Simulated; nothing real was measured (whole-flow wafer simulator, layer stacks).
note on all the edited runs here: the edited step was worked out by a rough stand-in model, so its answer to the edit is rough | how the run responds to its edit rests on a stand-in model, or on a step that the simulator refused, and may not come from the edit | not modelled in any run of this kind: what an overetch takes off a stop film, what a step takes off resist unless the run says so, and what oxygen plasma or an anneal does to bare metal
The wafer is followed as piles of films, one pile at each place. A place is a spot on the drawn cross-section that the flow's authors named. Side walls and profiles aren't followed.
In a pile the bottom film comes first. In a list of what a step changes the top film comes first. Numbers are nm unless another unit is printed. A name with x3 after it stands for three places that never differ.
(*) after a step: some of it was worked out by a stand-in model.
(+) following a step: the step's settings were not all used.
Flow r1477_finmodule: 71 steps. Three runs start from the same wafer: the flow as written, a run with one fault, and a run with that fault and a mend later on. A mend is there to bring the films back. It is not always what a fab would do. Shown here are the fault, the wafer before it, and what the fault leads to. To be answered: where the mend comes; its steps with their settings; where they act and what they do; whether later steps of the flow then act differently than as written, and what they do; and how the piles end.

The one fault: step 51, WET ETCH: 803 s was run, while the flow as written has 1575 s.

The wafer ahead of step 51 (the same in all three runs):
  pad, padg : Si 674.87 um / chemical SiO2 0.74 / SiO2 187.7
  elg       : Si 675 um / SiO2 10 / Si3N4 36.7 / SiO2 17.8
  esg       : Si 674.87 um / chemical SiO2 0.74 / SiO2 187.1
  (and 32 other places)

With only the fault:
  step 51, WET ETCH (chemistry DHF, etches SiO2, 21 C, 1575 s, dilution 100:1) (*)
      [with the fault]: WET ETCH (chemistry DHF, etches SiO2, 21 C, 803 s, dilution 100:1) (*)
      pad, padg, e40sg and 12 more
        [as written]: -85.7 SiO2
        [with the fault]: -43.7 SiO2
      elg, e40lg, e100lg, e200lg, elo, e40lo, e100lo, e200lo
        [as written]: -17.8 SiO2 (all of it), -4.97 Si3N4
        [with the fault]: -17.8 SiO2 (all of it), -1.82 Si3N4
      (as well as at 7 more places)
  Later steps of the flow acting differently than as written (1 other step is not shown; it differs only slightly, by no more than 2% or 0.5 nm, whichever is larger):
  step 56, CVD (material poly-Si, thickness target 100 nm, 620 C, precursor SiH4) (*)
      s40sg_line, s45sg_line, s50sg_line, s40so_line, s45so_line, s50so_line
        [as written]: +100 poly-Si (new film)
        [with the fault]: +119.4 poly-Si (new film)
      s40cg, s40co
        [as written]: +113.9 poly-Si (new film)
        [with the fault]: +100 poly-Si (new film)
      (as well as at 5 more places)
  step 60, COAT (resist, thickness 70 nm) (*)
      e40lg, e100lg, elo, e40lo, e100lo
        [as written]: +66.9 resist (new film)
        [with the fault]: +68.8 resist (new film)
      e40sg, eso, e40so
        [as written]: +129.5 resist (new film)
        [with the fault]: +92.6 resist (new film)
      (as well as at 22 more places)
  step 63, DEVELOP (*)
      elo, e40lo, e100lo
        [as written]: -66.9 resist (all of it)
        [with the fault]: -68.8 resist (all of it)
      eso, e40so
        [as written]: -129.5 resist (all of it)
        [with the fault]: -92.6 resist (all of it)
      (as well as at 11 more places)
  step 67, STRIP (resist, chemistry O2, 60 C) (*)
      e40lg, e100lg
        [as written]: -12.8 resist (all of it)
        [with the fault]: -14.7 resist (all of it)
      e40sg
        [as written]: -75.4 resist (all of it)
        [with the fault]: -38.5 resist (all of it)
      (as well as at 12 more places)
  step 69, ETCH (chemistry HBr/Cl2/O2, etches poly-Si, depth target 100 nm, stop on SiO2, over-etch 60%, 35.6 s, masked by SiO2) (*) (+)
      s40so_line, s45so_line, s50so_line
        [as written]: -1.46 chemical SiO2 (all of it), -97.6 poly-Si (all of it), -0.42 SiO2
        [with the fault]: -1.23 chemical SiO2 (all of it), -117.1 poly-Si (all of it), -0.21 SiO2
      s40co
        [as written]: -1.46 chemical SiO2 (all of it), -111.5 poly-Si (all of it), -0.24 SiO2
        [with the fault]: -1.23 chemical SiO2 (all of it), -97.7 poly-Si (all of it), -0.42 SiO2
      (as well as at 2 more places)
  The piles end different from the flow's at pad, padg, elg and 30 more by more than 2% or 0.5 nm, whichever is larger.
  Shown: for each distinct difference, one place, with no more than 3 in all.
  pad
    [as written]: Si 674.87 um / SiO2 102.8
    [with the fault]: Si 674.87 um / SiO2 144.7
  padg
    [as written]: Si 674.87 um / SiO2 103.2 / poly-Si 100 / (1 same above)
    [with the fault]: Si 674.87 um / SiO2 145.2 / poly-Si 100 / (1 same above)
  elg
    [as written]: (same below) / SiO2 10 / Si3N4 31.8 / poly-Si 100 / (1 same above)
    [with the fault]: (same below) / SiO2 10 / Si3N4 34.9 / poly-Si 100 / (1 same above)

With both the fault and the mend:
  The mend follows step 51.
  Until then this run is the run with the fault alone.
  step 51a, WET ETCH (chemistry DHF, etches SiO2, 21 C, 772 s, dilution 100:1) (*) (the flow's step 51 again, with other settings)
      pad, padg, e40sg and 12 more
        -42 SiO2
      elg, e40lg, e100lg, e200lg, elo, e40lo, e100lo, e200lo
        -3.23 Si3N4
      esg, s40cg, s45cg, s50cg, s40co, s45co, s50co
        -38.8 SiO2
  Every later step of the flow that is run acts as written, at every place that is followed, to within 2% or 0.5 nm, whichever is larger.
  The piles end only slightly different from the flow's at the places that both follow, by no more than 2% or 0.5 nm, whichever is larger.
